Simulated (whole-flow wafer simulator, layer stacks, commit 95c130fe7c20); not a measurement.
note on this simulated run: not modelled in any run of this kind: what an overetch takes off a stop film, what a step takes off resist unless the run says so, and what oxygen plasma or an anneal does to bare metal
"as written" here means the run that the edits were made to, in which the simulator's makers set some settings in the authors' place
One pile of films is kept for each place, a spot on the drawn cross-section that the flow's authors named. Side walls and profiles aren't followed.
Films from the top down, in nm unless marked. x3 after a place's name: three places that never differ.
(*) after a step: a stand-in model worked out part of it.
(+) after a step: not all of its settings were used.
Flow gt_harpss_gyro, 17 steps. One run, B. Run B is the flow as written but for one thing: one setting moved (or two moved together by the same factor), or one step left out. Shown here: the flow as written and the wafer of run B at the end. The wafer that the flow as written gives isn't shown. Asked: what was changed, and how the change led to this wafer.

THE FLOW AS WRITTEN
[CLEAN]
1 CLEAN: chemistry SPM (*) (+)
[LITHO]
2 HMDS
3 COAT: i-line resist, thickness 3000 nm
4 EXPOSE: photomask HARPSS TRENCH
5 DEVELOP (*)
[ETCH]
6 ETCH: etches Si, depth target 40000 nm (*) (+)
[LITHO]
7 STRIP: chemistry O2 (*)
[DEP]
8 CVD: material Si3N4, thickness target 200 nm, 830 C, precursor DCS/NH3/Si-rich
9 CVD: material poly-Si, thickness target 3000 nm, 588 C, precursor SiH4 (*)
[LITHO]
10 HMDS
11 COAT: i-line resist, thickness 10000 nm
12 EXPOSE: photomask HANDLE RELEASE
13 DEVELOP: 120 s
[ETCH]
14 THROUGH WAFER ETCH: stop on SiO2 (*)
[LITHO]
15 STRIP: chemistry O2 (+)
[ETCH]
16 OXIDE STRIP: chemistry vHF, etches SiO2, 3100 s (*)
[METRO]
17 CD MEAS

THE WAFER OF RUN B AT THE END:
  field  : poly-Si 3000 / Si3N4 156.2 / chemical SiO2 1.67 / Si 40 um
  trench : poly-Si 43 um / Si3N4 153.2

The cause: step 8, CVD: thickness target 156.2 nm was run, where the flow has thickness target 200 nm.
It can be read off the wafer: field has Si3N4 156.2, and step 8 as written asks for 200 nm.

How the change led to this, step by step:
  8 CVD: material Si3N4, thickness target 200 nm, 830 C, precursor DCS/NH3/Si-rich
      field: Si3N4 +156.2 (new film) (as written it would be: Si3N4 +200 (new film))
      trench: Si3N4 +153.2 (new film) (as written it would be: Si3N4 +195.9 (new film))
  9 CVD: material poly-Si, thickness target 3000 nm, 588 C, precursor SiH4 (*)
      trench: poly-Si +43 um (new film) (as written it would be: poly-Si +43.01 um (new film))
